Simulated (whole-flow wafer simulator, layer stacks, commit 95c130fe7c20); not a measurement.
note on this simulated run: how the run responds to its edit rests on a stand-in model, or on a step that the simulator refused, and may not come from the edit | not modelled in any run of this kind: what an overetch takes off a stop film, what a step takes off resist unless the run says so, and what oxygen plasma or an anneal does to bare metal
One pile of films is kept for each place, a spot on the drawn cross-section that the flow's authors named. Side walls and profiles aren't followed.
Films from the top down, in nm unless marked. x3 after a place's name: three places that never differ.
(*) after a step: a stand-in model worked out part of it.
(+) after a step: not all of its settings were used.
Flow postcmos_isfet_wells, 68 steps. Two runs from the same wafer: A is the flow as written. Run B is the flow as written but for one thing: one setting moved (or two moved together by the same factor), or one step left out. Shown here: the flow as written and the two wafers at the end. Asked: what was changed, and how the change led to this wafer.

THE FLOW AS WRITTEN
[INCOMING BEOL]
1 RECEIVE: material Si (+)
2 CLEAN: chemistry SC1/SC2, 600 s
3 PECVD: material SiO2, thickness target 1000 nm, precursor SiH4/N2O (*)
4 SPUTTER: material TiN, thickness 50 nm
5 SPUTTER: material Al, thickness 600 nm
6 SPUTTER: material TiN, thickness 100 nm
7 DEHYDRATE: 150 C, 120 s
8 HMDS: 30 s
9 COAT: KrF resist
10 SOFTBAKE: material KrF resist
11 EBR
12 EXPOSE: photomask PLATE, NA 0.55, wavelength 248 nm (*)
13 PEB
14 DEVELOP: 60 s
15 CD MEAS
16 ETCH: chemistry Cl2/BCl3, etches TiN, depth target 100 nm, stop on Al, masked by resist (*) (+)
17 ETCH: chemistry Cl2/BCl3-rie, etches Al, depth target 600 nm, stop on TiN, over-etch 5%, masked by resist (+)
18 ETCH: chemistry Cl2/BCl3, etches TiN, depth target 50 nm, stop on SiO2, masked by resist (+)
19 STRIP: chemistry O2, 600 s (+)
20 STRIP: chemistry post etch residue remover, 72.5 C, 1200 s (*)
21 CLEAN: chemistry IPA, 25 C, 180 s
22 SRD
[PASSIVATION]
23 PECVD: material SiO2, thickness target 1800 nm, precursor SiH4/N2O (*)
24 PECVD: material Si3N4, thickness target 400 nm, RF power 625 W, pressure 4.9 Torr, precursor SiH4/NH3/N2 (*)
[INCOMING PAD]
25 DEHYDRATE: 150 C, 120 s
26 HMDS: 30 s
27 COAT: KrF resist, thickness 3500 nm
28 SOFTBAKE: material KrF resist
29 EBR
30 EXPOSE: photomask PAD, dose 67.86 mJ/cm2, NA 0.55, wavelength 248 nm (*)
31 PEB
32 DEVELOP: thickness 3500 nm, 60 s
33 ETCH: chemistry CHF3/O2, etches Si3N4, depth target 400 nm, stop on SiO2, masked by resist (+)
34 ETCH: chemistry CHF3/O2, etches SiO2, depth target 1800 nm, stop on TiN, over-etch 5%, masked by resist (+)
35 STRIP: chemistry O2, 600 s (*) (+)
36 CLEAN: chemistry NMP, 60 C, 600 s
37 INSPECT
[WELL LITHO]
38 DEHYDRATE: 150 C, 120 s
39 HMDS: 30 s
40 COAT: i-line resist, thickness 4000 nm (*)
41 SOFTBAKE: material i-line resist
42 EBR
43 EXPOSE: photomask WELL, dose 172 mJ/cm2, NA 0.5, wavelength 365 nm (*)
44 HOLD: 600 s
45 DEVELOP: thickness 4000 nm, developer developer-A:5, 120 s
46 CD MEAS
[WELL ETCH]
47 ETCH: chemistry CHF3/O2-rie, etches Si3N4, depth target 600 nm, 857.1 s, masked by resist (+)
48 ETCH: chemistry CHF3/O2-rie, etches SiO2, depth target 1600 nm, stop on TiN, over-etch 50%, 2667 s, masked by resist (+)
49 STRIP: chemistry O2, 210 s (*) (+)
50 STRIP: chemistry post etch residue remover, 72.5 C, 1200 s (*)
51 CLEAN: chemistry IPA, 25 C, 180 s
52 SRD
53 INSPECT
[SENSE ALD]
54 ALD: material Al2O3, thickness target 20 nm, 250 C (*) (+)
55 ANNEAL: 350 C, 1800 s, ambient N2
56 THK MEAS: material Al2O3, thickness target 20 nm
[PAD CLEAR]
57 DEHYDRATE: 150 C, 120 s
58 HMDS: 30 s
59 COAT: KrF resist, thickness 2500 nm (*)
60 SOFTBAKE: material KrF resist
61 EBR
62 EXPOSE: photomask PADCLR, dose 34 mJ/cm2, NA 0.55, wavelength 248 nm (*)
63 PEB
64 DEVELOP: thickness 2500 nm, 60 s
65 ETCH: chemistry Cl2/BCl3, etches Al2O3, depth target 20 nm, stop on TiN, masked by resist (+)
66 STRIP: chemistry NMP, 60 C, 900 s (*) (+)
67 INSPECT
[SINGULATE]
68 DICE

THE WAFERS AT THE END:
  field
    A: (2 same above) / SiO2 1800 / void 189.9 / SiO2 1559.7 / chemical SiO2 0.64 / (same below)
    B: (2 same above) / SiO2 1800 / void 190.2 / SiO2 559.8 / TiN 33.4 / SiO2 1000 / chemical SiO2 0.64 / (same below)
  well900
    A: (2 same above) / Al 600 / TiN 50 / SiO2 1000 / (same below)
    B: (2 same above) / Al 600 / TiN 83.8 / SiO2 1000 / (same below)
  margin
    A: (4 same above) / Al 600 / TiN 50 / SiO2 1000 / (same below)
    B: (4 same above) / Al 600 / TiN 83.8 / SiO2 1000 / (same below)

The cause: step 4, SPUTTER: thickness 83.8 nm was run, where the flow has thickness 50 nm.
It can be read off the wafer: well900 has TiN 83.8, and step 4 as written asks for 50 nm.

How the change led to this, step by step:
  4 SPUTTER: material TiN, thickness 50 nm
      field, margin, well900, well1300 x3, pad_rim, pad_clr, pad_open: A TiN +50 (new film) | B TiN +83.8 (new film)
  18 ETCH: chemistry Cl2/BCl3, etches TiN, depth target 50 nm, stop on SiO2, masked by resist (+)
      field: A TiN -50 (all of it) | B TiN -50
  23 PECVD: material SiO2, thickness target 1800 nm, precursor SiH4/N2O (*)
      field: A SiO2 +1800 (new film), void +189.9 (new film), SiO2 +559.7 | B SiO2 +1800 (new film), void +190.2 (new film), SiO2 +559.8 (new film)
Counting metal films that touch as one body, field has 1 body; the flow as written gives 0 bodies.
